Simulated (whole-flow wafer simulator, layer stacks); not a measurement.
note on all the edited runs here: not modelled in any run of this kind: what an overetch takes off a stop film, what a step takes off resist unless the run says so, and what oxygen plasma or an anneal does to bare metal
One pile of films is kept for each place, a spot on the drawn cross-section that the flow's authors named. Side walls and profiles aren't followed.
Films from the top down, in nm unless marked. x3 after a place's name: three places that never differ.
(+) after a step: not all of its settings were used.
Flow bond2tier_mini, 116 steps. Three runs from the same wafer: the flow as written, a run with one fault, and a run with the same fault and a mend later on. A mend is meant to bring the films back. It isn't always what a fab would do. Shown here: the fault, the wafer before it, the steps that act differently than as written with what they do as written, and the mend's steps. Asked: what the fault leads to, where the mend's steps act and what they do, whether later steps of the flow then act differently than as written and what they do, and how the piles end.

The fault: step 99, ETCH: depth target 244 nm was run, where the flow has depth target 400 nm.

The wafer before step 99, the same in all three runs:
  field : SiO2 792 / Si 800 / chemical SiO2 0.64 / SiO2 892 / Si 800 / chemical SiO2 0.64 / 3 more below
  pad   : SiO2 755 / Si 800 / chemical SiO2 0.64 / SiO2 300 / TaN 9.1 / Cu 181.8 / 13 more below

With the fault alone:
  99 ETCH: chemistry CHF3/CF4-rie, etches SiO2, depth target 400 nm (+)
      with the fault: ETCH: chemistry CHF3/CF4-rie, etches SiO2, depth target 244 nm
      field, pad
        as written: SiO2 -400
        with the fault: SiO2 -244
  No later step of the flow acts differently than as written at any place that is followed.
  At the end the piles differ from the flow's by more than 2% or 0.5 nm, whichever is larger, at field, pad.
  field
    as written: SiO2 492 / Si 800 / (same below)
    with the fault: SiO2 648 / Si 800 / (same below)
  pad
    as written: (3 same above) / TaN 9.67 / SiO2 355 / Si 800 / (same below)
    with the fault: (3 same above) / TaN 9.67 / SiO2 511 / Si 800 / (same below)

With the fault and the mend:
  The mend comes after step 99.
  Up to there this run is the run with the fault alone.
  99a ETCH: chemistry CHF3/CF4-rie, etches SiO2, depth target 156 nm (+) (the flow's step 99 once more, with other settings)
      field, pad
        SiO2 -156
  No later step of the flow acts differently than as written at any place that is followed.
  At the end the piles are the same as the flow's at every place that both follow.
